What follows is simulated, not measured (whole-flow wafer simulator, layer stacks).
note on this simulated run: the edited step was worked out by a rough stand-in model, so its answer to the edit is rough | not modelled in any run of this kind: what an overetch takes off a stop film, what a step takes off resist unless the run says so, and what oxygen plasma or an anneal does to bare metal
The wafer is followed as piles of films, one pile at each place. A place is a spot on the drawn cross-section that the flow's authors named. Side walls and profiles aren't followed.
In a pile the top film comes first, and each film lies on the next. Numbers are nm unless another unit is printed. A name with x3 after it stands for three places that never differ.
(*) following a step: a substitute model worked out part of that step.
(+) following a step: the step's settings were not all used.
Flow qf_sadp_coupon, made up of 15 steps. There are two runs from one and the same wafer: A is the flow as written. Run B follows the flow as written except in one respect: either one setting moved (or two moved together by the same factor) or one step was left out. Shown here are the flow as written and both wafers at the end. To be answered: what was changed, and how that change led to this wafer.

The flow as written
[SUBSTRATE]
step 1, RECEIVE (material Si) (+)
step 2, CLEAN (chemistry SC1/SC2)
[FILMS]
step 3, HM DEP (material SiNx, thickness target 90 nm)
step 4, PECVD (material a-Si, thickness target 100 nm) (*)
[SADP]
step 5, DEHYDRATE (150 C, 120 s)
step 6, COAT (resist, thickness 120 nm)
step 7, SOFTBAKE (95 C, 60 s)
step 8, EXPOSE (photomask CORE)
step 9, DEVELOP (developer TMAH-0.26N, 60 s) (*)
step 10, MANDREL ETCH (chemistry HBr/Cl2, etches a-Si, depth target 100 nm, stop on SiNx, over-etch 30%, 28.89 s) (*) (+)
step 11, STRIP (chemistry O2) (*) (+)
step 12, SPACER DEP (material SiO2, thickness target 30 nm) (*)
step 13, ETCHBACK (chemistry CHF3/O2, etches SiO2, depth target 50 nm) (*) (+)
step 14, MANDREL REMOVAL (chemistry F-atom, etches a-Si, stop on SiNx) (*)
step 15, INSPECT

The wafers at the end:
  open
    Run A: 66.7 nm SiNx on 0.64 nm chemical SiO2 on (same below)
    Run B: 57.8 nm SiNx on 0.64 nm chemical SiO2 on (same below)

The reason: step 10, MANDREL ETCH: depth target 147.5 nm was run, though the flow has depth target 100 nm.

The path from the change to this, step by step:
  step 10, MANDREL ETCH (chemistry HBr/Cl2, etches a-Si, depth target 100 nm, stop on SiNx, over-etch 30%, 28.89 s) (*) (+)
      m: A resist loses 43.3 | B resist loses 63.9
      open: A a-Si loses 100 (all of it), SiNx loses 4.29 | B a-Si loses 100 (all of it), SiNx loses 13.1
  step 11, STRIP (chemistry O2) (*) (+)
      m: A chemical SiO2 gains 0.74 (new film), resist loses 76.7 (all of it), a-Si loses 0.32 | B chemical SiO2 gains 0.75 (new film), resist loses 56.1 (all of it), a-Si loses 0.33
